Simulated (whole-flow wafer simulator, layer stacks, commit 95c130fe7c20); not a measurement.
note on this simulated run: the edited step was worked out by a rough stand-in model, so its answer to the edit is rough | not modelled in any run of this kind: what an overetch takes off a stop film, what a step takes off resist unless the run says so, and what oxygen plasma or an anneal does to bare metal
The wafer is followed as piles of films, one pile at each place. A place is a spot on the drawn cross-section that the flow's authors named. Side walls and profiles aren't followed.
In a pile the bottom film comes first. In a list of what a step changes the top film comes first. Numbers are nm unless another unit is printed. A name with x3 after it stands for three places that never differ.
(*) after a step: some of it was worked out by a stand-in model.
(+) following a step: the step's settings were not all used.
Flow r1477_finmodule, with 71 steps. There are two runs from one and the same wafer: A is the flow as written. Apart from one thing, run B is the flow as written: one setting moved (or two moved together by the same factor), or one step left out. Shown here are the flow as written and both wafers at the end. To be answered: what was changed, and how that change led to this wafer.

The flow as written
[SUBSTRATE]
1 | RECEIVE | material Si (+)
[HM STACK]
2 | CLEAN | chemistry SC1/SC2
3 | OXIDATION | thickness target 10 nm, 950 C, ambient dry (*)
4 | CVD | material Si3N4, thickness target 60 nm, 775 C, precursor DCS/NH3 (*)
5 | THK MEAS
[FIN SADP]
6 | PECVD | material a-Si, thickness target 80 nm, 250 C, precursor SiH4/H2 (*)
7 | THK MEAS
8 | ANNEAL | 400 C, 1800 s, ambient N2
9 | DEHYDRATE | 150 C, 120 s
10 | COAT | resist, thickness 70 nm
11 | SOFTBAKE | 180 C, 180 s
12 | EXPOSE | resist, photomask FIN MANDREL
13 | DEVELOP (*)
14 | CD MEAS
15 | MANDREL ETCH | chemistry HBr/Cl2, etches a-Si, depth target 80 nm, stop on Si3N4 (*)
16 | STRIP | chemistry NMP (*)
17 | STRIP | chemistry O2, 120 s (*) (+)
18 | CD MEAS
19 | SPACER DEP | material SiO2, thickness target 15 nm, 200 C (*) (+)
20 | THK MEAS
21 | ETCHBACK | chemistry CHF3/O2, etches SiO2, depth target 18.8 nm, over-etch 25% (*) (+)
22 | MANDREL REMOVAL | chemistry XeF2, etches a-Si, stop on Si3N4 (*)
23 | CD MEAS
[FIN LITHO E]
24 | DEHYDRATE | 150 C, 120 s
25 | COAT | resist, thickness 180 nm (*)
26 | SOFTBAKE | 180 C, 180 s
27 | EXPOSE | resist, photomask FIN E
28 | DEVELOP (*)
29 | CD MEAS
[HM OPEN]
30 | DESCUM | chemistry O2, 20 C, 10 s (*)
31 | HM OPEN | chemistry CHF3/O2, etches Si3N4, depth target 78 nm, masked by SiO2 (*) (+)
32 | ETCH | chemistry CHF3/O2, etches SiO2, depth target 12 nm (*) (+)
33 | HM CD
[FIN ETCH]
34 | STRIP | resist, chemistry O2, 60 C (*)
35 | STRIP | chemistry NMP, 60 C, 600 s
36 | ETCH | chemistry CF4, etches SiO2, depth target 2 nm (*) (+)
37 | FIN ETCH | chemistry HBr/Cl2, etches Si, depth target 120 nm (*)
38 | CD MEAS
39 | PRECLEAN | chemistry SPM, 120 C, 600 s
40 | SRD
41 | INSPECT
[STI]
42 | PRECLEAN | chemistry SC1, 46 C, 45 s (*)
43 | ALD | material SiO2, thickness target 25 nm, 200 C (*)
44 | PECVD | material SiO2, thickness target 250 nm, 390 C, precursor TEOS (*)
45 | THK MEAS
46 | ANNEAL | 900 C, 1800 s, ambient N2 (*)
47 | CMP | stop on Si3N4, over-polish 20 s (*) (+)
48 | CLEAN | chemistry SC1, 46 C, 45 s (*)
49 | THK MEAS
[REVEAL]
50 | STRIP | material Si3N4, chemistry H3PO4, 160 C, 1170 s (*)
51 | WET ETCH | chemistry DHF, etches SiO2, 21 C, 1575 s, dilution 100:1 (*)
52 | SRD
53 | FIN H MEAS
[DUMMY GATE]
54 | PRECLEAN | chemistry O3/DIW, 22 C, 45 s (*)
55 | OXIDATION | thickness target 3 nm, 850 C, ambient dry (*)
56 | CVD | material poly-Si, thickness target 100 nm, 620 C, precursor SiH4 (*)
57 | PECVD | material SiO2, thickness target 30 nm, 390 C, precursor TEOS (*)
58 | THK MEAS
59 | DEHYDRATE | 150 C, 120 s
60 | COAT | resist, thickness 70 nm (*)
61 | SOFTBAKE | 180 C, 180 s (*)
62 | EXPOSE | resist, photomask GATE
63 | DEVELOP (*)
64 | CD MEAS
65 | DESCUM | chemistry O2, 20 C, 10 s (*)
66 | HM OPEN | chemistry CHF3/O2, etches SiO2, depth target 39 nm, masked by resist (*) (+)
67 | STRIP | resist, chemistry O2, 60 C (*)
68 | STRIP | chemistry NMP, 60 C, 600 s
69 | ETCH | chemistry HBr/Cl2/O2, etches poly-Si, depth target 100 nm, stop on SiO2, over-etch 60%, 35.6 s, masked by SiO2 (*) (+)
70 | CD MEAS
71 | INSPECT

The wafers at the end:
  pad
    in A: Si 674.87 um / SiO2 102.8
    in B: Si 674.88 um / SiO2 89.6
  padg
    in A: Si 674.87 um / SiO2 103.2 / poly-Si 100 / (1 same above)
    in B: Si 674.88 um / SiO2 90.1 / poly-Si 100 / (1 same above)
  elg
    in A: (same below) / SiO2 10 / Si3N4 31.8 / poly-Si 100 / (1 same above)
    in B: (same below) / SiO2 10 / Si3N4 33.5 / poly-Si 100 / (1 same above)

What caused this: step 37, FIN ETCH: depth target 106.8 nm was run, whereas the flow has depth target 120 nm.

Step by step, how the change led to this:
  37 | FIN ETCH | chemistry HBr/Cl2, etches Si, depth target 120 nm (*)
      pad, padg, esg and 19 more: A -120 Si | B -106.8 Si
      elg, e40lg, e100lg, e200lg, elo, e40lo, e100lo, e200lo: A -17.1 Si3N4 | B -15.3 Si3N4
      (also at 6 further places)
  43 | ALD | material SiO2, thickness target 25 nm, 200 C (*)
      s40cg, s45cg, s50cg, s40co, s45co, s50co: A +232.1 SiO2 (new film) | B +219.9 SiO2 (new film)
      esg: A +194.3 SiO2 (new film) | B +182.9 SiO2 (new film)
  47 | CMP | stop on Si3N4, over-polish 20 s (*) (+)
      pad, padg, e40sg and 11 more: A -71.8 SiO2 | B -85 SiO2
      eso: A -72.4 SiO2 | B -85.6 SiO2
  51 | WET ETCH | chemistry DHF, etches SiO2, 21 C, 1575 s, dilution 100:1 (*)
      elg, e40lg, e100lg, e200lg, elo, e40lo, e100lo, e200lo: A -17.8 SiO2 (all of it), -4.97 Si3N4 | B -16 SiO2 (all of it), -5.12 Si3N4
  67 | STRIP | resist, chemistry O2, 60 C (*)
      e40sg: A -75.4 resist (all of it) | B -77 resist (all of it)
      e100sg: A -75.3 resist (all of it) | B -76.9 resist (all of it)
      (also at 1 further place)
